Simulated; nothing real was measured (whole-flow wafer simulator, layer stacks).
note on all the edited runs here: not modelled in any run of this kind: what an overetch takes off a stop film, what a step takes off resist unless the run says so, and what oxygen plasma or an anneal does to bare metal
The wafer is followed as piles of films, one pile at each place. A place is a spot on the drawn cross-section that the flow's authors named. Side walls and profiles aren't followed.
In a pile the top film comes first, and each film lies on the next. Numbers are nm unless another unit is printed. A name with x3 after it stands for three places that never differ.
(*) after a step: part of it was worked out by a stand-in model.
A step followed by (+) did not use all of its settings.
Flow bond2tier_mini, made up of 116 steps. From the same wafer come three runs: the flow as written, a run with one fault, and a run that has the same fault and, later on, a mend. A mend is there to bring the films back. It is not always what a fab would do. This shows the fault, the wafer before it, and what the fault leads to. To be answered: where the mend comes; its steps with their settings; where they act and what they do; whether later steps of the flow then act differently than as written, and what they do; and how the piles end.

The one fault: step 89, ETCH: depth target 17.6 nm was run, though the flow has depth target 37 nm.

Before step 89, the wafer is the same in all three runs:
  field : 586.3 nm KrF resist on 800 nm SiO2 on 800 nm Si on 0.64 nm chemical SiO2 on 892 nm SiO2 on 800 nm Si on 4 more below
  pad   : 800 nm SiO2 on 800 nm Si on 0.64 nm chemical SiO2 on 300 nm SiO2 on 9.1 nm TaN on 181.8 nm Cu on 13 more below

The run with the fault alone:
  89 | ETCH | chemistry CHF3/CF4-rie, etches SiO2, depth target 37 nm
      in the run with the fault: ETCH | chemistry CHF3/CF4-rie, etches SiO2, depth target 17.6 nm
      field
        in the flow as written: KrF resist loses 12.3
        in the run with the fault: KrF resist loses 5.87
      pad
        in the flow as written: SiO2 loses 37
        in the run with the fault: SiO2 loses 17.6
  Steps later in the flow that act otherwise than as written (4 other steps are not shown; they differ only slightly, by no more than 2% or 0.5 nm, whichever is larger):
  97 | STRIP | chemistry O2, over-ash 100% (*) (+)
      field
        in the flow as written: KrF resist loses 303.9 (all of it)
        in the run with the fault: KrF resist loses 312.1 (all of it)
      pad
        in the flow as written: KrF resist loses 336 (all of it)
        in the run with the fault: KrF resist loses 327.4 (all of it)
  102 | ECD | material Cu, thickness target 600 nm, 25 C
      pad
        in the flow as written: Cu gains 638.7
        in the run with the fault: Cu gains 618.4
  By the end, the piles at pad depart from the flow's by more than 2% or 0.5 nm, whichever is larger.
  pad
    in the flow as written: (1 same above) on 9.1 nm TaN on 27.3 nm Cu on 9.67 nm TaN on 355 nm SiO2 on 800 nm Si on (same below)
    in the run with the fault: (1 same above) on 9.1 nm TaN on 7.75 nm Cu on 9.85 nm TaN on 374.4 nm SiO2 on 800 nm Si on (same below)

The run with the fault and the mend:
  The mend stands after step 89.
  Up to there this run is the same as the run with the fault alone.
  89a | ETCH | chemistry CHF3/CF4-rie, etches SiO2, depth target 19.4 nm (the flow's step 89 again, with other settings)
      field
        KrF resist loses 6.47
      pad
        SiO2 loses 19.4
  Every later step of the flow that is run acts as written at every place that is followed.
  The piles end the same as the flow's at every place that both follow.
